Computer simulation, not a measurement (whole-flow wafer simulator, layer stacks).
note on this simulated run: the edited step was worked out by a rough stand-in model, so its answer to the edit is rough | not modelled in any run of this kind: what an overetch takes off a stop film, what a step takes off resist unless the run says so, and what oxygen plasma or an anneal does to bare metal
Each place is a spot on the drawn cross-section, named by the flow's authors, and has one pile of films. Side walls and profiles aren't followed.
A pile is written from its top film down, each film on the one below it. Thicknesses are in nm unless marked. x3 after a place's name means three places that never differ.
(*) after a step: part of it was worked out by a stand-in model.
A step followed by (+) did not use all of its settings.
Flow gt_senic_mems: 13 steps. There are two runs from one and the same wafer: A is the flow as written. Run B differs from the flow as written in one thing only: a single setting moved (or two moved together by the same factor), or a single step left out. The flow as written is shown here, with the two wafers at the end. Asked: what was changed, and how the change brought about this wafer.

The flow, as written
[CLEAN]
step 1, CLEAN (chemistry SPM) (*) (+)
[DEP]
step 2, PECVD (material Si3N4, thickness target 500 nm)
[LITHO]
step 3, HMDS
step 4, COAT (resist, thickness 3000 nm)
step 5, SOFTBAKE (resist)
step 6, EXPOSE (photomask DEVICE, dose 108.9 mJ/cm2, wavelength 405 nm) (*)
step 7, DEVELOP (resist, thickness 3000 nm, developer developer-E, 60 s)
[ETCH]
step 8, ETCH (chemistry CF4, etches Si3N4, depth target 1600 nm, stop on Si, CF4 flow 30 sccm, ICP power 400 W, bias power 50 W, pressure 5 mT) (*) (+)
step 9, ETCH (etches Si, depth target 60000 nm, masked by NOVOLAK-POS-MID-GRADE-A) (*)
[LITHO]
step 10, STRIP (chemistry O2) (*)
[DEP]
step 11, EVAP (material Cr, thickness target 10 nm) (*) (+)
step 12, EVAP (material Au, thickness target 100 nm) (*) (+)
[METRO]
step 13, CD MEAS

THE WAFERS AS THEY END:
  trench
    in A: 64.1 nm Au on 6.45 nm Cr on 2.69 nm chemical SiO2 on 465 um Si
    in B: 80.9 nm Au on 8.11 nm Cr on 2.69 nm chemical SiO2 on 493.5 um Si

The reason: step 9, ETCH: depth target 31500 nm was run, whereas the flow has depth target 60000 nm.

How this came from the change, step by step:
  step 9, ETCH (etches Si, depth target 60000 nm, masked by NOVOLAK-POS-MID-GRADE-A) (*)
      field: A resist loses 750 | B resist loses 393.8
      trench: A Si loses 60 um | B Si loses 31.5 um
  step 10, STRIP (chemistry O2) (*)
      field: A resist loses 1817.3 (all of it) | B resist loses 2173.6 (all of it)
  step 11, EVAP (material Cr, thickness target 10 nm) (*) (+)
      trench: A Cr gains 6.45 (new film) | B Cr gains 8.11 (new film)
  step 12, EVAP (material Au, thickness target 100 nm) (*) (+)
      trench: A Au gains 64.1 (new film) | B Au gains 80.9 (new film)
